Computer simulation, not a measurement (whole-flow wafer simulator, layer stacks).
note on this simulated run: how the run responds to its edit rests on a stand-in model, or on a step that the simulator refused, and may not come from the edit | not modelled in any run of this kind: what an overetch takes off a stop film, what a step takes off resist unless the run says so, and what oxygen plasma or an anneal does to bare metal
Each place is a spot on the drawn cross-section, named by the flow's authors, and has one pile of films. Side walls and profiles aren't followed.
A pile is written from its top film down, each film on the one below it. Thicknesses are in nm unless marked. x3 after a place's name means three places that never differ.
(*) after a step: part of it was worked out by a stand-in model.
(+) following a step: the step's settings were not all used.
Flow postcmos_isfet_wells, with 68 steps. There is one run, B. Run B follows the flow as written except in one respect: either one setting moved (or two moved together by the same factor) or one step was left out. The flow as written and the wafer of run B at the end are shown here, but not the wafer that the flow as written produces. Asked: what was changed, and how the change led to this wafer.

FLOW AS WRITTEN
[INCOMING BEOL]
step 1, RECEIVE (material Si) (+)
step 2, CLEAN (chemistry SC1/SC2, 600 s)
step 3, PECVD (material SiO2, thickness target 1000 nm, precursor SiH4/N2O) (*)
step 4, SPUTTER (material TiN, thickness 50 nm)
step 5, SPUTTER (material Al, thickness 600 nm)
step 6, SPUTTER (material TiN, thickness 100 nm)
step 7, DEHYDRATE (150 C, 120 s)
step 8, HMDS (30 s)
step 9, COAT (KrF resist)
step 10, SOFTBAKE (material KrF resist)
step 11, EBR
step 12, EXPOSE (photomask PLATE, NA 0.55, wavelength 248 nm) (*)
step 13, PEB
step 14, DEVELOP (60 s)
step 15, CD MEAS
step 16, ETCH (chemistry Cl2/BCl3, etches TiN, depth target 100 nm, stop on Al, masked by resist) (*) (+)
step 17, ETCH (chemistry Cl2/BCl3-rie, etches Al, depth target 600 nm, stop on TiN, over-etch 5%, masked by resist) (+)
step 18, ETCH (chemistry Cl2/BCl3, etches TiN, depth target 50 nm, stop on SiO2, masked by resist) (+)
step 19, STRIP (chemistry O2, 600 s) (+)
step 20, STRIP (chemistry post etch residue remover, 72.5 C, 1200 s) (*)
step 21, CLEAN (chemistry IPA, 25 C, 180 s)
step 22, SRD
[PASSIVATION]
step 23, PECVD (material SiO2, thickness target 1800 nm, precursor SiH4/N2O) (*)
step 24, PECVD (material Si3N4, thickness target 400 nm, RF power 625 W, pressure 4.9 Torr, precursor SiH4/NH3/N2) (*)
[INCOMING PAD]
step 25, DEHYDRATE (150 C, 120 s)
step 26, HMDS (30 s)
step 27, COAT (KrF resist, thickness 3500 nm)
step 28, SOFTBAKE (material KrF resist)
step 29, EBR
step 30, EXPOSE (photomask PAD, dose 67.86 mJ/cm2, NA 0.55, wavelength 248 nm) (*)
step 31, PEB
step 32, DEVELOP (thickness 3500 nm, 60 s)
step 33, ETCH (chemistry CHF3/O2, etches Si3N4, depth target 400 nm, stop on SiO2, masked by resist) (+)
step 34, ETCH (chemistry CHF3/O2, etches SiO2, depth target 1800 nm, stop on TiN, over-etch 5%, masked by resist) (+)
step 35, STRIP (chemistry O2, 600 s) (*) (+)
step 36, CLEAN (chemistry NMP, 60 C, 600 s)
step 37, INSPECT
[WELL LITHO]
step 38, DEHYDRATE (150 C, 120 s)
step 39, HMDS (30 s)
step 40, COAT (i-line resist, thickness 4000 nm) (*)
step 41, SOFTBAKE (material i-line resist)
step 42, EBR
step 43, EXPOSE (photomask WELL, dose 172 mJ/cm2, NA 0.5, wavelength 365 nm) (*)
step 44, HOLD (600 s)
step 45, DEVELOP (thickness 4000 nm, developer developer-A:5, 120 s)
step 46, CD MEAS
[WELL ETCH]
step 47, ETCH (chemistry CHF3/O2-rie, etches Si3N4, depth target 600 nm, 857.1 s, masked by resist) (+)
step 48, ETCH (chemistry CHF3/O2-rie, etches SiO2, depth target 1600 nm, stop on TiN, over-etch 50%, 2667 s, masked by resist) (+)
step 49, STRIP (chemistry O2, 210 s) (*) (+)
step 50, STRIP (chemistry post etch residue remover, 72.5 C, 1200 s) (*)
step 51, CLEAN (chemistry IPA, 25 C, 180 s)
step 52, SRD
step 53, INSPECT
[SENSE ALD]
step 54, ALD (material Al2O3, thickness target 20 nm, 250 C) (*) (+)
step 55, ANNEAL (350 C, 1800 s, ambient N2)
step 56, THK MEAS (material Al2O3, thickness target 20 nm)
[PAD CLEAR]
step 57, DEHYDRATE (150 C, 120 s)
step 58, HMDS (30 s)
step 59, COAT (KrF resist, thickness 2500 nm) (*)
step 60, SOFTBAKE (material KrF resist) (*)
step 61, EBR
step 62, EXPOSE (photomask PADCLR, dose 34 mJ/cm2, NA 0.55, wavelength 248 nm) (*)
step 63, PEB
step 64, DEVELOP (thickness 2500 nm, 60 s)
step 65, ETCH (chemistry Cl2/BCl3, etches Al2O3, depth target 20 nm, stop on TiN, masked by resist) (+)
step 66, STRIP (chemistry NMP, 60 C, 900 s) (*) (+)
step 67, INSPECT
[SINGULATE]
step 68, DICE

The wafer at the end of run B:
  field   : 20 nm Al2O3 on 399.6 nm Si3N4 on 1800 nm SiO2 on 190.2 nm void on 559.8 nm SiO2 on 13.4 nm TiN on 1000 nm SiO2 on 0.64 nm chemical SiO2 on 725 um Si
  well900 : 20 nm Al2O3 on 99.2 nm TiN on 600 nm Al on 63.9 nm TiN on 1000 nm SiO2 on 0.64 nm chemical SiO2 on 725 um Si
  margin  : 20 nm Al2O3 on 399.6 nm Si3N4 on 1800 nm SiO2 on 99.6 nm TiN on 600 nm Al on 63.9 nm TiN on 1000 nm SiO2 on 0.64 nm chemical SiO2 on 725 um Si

What caused this: step 4, SPUTTER: thickness 63.86 nm was run, whereas the flow has thickness 50 nm.
The wafer lets one read it off: well900 has TiN 63.9, and step 4 as written asks for 50 nm.

The path from the change to this, step by step:
  step 4, SPUTTER (material TiN, thickness 50 nm)
      field, margin, well900 and 6 more: +63.9 TiN (new film) (as written it would have been: +50 TiN (new film))
  step 18, ETCH (chemistry Cl2/BCl3, etches TiN, depth target 50 nm, stop on SiO2, masked by resist) (+)
      field: -50 TiN (as written it would have been: -50 TiN (all of it))
  step 23, PECVD (material SiO2, thickness target 1800 nm, precursor SiH4/N2O) (*)
      field: +1800 SiO2 (new film), +190.2 void (new film), +559.8 SiO2 (new film) (as written it would have been: +1800 SiO2 (new film), +189.9 void (new film), +559.7 SiO2)
Taking metal films that touch as one body, field has 1 body; the flow as written gives 0 bodies.
